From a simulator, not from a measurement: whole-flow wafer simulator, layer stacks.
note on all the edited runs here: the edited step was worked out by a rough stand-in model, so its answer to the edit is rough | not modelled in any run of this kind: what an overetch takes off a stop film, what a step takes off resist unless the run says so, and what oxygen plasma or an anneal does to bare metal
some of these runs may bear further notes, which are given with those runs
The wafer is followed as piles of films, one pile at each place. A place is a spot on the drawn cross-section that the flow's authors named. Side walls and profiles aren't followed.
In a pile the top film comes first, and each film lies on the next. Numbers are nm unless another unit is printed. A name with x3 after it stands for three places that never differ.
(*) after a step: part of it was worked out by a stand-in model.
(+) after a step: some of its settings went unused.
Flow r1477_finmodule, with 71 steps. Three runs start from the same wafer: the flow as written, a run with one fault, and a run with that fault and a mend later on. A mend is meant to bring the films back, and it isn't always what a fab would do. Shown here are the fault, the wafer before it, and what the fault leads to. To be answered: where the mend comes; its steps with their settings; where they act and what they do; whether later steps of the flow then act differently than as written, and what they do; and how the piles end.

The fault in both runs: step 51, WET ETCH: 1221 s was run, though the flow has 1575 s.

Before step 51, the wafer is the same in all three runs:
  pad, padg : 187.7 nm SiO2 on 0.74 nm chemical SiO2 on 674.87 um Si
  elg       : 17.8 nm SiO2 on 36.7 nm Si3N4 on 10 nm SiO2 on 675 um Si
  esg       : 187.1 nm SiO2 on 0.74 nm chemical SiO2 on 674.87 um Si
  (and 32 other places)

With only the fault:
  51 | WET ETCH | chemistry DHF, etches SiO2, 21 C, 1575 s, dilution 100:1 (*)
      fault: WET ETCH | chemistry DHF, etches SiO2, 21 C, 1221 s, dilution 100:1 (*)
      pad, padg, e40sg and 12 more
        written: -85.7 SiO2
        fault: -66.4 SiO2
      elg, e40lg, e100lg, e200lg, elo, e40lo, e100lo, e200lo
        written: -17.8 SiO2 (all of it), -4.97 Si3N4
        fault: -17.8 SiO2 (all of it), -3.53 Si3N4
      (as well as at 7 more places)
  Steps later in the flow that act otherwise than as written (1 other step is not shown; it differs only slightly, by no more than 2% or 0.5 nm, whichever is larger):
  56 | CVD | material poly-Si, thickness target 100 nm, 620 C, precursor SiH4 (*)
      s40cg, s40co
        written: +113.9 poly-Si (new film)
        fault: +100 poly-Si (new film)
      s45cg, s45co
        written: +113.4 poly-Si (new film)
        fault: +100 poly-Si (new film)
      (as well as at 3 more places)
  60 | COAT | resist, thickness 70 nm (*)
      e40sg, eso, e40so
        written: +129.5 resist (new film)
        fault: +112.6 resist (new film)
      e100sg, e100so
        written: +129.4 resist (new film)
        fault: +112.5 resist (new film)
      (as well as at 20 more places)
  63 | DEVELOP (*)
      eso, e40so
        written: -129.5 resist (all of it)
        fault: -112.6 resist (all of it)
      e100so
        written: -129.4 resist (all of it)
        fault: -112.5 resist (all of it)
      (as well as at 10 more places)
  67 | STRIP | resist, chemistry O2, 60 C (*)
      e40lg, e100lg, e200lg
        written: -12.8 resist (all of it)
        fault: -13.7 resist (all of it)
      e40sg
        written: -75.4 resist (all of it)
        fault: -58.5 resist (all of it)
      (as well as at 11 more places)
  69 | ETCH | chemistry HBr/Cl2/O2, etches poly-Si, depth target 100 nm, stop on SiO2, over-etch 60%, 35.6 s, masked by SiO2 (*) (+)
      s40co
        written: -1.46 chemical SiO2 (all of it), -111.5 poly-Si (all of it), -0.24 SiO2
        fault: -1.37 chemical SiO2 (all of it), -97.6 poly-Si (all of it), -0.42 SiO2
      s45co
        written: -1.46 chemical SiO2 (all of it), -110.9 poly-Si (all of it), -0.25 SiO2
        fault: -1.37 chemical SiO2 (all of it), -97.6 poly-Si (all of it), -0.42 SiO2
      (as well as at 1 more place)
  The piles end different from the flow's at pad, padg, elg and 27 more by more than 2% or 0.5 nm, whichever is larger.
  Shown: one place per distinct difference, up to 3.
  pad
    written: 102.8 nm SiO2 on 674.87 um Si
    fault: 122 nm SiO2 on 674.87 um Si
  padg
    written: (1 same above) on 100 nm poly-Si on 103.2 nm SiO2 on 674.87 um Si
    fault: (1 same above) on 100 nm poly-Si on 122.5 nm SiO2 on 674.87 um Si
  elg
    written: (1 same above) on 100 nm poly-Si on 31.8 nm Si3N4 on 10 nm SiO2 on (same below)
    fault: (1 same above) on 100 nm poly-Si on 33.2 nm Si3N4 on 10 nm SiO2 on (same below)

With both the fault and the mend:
  The mend stands after step 51.
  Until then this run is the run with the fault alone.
  51a | WET ETCH | chemistry DHF, etches SiO2, 21 C, 354 s, dilution 100:1 (*) (the flow's step 51, run once more with other settings)
      pad, padg, e40sg and 12 more
        -19.3 SiO2
      elg, e40lg, e100lg, e200lg, elo, e40lo, e100lo, e200lo
        -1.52 Si3N4
      esg, s40cg, s45cg, s50cg, s40co, s45co, s50co
        -17.8 SiO2
  Later steps of the flow that are run all act as written at every place that is followed, up to a difference of at most 2% or 0.5 nm, whichever is larger.
  The piles end only slightly different from the flow's at the places that both follow, by no more than 2% or 0.5 nm, whichever is larger.
